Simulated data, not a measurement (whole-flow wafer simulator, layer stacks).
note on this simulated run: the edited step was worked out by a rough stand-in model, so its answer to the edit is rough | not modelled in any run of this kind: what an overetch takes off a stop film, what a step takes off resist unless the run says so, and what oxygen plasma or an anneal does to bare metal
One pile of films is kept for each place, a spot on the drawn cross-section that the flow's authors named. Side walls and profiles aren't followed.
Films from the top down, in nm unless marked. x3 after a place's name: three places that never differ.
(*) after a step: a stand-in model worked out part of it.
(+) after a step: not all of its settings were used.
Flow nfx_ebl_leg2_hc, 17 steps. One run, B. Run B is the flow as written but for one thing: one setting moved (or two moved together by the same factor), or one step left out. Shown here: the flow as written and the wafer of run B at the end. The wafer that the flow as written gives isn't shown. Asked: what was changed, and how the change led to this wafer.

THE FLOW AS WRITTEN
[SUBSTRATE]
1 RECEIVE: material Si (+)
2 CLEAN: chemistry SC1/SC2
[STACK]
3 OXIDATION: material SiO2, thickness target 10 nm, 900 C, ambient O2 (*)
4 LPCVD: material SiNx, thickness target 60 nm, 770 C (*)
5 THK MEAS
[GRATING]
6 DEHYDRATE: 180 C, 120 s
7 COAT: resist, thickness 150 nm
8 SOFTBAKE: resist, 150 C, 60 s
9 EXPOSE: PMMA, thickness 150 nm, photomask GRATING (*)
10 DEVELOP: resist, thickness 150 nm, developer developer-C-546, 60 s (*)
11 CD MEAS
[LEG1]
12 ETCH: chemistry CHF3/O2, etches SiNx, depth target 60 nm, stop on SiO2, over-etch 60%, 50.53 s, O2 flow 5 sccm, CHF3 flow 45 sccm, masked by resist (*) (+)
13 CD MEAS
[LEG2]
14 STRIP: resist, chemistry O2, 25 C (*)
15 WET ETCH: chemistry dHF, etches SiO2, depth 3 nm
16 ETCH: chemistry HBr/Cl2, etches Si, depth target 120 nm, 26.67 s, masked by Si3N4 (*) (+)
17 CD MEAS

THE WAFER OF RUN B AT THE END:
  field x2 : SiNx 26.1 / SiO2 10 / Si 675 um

The cause: step 4, LPCVD: thickness target 37.5 nm was run, where the flow has thickness target 60 nm.

How the change led to this, step by step:
  4 LPCVD: material SiNx, thickness target 60 nm, 770 C (*)
      field x2, pad x2: SiNx +37.5 (new film) (as written it would be: SiNx +60 (new film))
  12 ETCH: chemistry CHF3/O2, etches SiNx, depth target 60 nm, stop on SiO2, over-etch 60%, 50.53 s, O2 flow 5 sccm, CHF3 flow 45 sccm, masked by resist (*) (+)
      pad x2: SiNx -37.5 (all of it), SiO2 -10 (all of it) (as written it would be: SiNx -60 (all of it), SiO2 -10 (all of it))
